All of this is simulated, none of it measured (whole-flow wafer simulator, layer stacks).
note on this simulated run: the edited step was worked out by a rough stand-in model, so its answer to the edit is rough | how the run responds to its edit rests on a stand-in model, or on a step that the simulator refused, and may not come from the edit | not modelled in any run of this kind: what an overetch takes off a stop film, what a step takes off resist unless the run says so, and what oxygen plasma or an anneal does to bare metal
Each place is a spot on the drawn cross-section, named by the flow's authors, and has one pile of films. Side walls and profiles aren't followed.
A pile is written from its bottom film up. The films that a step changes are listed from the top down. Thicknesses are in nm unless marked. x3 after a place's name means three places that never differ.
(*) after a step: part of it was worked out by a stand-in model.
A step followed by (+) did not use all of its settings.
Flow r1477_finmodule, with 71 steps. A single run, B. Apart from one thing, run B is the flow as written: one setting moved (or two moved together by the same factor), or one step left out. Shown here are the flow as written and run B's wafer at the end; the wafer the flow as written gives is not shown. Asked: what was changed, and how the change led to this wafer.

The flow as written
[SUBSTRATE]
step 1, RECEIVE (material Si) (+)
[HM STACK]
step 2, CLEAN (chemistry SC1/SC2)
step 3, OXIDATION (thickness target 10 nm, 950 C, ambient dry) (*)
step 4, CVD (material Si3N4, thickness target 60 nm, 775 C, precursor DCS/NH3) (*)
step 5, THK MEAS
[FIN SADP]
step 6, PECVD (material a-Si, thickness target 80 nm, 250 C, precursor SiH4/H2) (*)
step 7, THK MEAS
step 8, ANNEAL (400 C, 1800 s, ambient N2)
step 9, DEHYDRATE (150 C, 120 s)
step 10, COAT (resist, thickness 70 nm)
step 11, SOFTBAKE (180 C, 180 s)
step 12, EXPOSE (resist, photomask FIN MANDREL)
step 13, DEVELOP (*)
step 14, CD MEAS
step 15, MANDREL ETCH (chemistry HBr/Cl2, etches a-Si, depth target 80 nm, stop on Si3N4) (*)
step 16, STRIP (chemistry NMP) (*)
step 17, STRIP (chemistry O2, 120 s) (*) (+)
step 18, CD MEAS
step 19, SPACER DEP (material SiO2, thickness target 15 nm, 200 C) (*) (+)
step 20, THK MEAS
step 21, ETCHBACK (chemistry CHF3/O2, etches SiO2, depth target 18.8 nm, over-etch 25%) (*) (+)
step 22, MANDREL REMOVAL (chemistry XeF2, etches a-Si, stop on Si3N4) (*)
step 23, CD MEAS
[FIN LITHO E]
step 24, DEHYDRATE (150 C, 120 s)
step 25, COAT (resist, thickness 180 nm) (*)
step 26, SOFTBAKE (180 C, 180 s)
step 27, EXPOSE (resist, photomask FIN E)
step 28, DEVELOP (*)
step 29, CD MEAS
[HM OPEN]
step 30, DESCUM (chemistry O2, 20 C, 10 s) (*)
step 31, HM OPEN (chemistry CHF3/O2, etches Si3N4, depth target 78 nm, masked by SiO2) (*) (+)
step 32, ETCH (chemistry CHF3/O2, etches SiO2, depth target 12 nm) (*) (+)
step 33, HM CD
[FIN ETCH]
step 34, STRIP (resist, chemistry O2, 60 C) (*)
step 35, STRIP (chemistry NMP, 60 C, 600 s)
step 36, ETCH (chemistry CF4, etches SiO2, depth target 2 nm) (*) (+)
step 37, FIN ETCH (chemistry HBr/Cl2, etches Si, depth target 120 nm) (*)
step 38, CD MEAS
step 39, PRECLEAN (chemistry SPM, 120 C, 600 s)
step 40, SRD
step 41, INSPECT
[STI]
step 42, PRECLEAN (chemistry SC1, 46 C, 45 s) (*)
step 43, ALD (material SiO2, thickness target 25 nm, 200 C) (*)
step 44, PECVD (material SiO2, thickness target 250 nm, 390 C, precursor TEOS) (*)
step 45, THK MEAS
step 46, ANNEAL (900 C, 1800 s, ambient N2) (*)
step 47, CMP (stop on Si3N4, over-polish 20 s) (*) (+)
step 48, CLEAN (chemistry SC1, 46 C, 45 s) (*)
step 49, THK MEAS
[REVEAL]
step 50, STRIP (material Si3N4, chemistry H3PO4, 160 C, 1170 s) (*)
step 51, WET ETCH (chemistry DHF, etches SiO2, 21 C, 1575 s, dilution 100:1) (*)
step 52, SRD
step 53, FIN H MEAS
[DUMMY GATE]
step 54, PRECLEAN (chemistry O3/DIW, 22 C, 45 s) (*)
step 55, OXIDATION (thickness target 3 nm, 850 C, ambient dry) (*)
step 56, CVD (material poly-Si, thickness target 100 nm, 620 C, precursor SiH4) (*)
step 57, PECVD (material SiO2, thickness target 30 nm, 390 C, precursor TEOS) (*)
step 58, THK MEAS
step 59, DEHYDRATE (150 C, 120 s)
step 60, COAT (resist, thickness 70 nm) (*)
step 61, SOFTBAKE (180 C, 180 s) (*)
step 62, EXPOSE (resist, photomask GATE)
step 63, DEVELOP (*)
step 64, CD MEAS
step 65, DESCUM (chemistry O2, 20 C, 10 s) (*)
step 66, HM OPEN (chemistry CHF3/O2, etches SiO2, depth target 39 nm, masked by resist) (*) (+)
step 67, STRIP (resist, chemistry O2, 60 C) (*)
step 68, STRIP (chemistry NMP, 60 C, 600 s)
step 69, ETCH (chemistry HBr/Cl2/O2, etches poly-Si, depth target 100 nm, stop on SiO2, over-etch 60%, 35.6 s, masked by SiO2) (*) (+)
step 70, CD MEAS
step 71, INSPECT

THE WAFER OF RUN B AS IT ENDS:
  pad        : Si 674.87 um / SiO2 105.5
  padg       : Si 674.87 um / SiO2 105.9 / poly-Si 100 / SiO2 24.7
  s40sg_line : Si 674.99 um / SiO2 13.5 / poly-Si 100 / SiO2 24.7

What caused this: step 55, OXIDATION: 977 C was run, whereas the flow has 850 C.

Step by step, how the change led to this:
  step 55, OXIDATION (thickness target 3 nm, 850 C, ambient dry) (*)
      pad, padg, e40sg and 11 more: +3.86 SiO2, -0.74 chemical SiO2 (all of it), -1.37 Si (as written it would have been: +1.21 SiO2, -0.74 chemical SiO2 (all of it), -0.21 Si)
      esg, s40cg, s45cg, s50cg, s40co, s45co, s50co: +3.78 SiO2, -0.74 chemical SiO2 (all of it), -1.34 Si (as written it would have been: +1.2 SiO2, -0.74 chemical SiO2 (all of it), -0.2 Si)
      (also at 7 further places)
  step 56, CVD (material poly-Si, thickness target 100 nm, 620 C, precursor SiH4) (*)
      s40cg, s40co: +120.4 poly-Si (new film) (as written it would have been: +113.9 poly-Si (new film))
      s45cg, s45co: +117.8 poly-Si (new film) (as written it would have been: +113.4 poly-Si (new film))
      (also at 2 further places)
  step 60, COAT (resist, thickness 70 nm) (*)
      s40cg, s40co: +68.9 resist (new film) (as written it would have been: +70.6 resist (new film))
      s40sg, s40so: +95.7 resist (new film) (as written it would have been: +91 resist (new film))
      (also at 4 further places)
  step 63, DEVELOP (*)
      s40co: -68.9 resist (all of it) (as written it would have been: -70.6 resist (all of it))
      s40so: -95.7 resist (all of it) (as written it would have been: -91 resist (all of it))
      (also at 2 further places)
  step 67, STRIP (resist, chemistry O2, 60 C) (*)
      s40cg: -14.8 resist (all of it) (as written it would have been: -16.5 resist (all of it))
      s40sg: -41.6 resist (all of it) (as written it would have been: -36.9 resist (all of it))
      (also at 2 further places)
  step 69, ETCH (chemistry HBr/Cl2/O2, etches poly-Si, depth target 100 nm, stop on SiO2, over-etch 60%, 35.6 s, masked by SiO2) (*) (+)
      s40co: -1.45 chemical SiO2 (all of it), -117.9 poly-Si (all of it), -0.21 SiO2 (as written it would have been: -1.46 chemical SiO2 (all of it), -111.5 poly-Si (all of it), -0.24 SiO2)
      s45co: -1.45 chemical SiO2 (all of it), -115.4 poly-Si (all of it), -0.22 SiO2 (as written it would have been: -1.46 chemical SiO2 (all of it), -110.9 poly-Si (all of it), -0.25 SiO2)
      (also at 1 further place)
